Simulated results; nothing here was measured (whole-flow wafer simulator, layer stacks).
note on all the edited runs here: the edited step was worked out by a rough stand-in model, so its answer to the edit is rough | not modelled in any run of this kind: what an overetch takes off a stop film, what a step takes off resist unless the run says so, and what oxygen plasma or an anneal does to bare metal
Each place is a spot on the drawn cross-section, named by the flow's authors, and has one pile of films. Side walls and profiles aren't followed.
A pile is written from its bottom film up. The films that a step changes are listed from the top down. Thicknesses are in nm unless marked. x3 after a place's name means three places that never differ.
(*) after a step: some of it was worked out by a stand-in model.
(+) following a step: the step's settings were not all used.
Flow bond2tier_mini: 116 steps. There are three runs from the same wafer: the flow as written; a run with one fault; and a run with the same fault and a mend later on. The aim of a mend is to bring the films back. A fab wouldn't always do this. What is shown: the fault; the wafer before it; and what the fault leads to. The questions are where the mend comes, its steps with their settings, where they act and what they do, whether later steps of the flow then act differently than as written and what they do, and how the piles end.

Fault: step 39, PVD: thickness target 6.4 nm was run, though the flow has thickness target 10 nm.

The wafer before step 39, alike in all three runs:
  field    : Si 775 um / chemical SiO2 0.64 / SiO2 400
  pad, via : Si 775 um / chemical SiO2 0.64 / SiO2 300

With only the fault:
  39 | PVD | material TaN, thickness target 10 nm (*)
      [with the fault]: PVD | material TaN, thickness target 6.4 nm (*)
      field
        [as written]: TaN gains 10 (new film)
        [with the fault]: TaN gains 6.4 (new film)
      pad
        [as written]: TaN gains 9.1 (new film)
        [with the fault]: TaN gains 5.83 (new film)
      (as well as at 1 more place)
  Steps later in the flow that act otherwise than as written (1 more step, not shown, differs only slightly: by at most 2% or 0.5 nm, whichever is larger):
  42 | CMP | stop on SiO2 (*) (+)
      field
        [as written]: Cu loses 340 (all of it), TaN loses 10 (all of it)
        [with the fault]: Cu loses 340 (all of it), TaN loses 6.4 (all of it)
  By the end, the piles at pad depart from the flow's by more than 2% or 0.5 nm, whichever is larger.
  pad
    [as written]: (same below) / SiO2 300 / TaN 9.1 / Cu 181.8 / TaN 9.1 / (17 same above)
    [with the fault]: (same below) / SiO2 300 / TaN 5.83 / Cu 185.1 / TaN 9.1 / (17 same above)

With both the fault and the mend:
  The mend stands after step 39.
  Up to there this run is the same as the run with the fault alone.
  39a | PVD | material TaN, thickness target 3.6 nm (*) (a further turn of the flow's step 39, with different settings)
      field
        TaN gains 3.6
      pad
        TaN gains 3.27
      via
        TaN gains 3.59
  Every later step of the flow that is run acts as written at every place that is followed.
  The piles end the same as the flow's at every place that both follow.
